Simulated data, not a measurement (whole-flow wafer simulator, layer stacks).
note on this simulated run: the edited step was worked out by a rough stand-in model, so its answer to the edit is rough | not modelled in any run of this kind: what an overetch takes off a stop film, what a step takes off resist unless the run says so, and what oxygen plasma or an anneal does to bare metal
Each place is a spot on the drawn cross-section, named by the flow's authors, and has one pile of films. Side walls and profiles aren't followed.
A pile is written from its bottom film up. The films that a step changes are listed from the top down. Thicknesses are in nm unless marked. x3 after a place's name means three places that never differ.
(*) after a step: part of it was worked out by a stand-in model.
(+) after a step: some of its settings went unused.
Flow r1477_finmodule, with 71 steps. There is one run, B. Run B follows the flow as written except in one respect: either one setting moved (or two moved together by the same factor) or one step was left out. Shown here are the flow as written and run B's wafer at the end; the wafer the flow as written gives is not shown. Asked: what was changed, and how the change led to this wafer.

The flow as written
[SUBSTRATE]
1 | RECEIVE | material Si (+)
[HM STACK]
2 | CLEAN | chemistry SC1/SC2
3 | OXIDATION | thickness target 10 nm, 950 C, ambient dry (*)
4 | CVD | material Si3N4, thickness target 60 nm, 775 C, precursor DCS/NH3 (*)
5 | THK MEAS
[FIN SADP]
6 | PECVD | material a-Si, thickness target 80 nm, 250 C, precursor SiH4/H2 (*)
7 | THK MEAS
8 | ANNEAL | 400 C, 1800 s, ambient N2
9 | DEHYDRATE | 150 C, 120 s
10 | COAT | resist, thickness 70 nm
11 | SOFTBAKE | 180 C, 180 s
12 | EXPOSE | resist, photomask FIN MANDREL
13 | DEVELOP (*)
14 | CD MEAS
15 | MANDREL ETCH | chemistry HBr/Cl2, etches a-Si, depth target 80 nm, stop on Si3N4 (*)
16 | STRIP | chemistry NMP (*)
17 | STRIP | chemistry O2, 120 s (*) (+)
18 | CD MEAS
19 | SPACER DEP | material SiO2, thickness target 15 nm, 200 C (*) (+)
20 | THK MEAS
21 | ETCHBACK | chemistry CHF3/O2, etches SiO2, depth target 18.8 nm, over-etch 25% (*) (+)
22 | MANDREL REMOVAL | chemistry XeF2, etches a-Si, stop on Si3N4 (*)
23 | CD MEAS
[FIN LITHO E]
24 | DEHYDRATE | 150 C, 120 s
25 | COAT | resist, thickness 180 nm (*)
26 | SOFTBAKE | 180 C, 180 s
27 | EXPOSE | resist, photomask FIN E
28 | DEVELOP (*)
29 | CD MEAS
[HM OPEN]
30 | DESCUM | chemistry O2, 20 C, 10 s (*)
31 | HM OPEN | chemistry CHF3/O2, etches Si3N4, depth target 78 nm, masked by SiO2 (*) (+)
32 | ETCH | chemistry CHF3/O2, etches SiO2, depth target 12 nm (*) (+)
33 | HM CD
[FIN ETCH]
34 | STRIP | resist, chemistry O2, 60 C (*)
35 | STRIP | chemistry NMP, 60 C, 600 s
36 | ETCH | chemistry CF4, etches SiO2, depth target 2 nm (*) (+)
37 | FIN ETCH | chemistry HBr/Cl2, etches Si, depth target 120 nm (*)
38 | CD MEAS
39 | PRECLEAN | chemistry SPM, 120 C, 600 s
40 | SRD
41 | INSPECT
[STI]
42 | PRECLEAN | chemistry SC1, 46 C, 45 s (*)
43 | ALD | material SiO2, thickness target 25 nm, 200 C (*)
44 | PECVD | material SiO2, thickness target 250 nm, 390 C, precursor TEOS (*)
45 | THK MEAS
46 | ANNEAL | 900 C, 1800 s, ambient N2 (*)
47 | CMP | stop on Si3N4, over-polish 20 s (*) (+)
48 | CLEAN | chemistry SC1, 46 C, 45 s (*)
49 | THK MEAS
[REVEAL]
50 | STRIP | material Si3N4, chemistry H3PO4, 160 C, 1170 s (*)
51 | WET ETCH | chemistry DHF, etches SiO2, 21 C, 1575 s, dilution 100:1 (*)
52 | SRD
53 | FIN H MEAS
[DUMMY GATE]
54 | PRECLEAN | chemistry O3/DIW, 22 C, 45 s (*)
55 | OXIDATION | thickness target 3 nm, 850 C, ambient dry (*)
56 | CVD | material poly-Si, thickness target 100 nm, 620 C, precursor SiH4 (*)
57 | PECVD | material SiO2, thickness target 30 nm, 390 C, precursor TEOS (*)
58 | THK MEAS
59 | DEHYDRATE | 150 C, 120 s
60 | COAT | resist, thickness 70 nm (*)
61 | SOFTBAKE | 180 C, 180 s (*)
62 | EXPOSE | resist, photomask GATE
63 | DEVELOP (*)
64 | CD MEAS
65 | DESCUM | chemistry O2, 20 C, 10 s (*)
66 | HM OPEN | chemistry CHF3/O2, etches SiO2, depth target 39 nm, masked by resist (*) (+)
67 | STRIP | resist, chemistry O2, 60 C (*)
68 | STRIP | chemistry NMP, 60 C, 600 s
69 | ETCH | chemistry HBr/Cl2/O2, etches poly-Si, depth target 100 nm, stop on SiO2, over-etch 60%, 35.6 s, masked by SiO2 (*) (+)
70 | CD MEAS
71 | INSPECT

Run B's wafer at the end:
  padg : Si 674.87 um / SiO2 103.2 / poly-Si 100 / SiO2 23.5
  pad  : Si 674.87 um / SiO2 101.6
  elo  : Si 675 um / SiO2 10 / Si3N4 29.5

What caused this: step 69, ETCH: depth target 122.5 nm was run, while the flow as written has depth target 100 nm.

Step by step, how the change led to this:
  69 | ETCH | chemistry HBr/Cl2/O2, etches poly-Si, depth target 100 nm, stop on SiO2, over-etch 60%, 35.6 s, masked by SiO2 (*) (+)
      padg, elg, esg and 15 more: SiO2 loses 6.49 (in the flow as written it would be: SiO2 loses 5.3)
      pad, eso, e40so and 8 more: chemical SiO2 loses 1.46 (all of it), poly-Si loses 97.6 (all of it), SiO2 loses 1.61 (in the flow as written it would be: chemical SiO2 loses 1.46 (all of it), poly-Si loses 97.6 (all of it), SiO2 loses 0.42)
      (and at 7 other places as well)
